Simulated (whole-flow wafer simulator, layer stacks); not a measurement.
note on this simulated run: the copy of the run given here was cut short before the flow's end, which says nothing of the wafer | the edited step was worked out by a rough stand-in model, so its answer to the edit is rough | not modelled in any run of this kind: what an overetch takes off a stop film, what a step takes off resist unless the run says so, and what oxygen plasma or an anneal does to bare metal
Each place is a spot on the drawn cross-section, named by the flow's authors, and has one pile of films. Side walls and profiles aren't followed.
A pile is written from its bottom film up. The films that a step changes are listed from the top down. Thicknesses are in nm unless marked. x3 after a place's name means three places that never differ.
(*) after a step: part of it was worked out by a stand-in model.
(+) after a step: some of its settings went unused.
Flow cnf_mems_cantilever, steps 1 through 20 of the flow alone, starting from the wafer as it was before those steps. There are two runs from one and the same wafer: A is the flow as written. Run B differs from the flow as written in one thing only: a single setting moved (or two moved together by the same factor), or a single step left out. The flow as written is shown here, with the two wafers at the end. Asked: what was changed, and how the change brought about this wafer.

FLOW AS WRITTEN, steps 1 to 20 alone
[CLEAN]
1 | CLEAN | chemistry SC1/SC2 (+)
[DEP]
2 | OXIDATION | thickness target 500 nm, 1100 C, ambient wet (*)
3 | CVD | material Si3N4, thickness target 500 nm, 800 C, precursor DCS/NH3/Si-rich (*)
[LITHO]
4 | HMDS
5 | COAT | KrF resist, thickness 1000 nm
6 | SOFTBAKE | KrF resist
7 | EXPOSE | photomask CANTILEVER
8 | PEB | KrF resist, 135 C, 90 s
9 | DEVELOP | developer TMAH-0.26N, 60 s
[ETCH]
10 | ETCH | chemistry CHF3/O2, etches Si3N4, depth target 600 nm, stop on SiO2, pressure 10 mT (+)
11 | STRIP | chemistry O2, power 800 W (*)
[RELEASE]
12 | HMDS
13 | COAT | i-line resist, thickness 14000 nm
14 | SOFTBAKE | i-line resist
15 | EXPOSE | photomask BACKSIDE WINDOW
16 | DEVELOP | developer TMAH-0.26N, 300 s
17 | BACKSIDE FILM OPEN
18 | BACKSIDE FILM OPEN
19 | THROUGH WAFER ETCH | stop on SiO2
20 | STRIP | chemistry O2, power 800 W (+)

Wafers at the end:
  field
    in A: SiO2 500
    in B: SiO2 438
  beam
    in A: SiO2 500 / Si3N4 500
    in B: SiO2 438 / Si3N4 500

What caused this: step 2, OXIDATION: thickness target 438 nm was run, though the flow has thickness target 500 nm.
One can read it off the wafer: field has SiO2 438, and step 2 as written asks for 500 nm.

The path from the change to this, step by step:
  2 | OXIDATION | thickness target 500 nm, 1100 C, ambient wet (*)
      field, beam: A SiO2 gains 500 (new film), chemical SiO2 loses 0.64 (all of it), Si loses 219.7 | B SiO2 gains 438 (new film), chemical SiO2 loses 0.64 (all of it), Si loses 192.4
  19 | THROUGH WAFER ETCH | stop on SiO2
      field: A under 1 film: Si loses 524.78 um (all of it) | B under 1 film: Si loses 524.81 um (all of it)
      beam: A under 2 films: Si loses 524.78 um (all of it) | B under 2 films: Si loses 524.81 um (all of it)
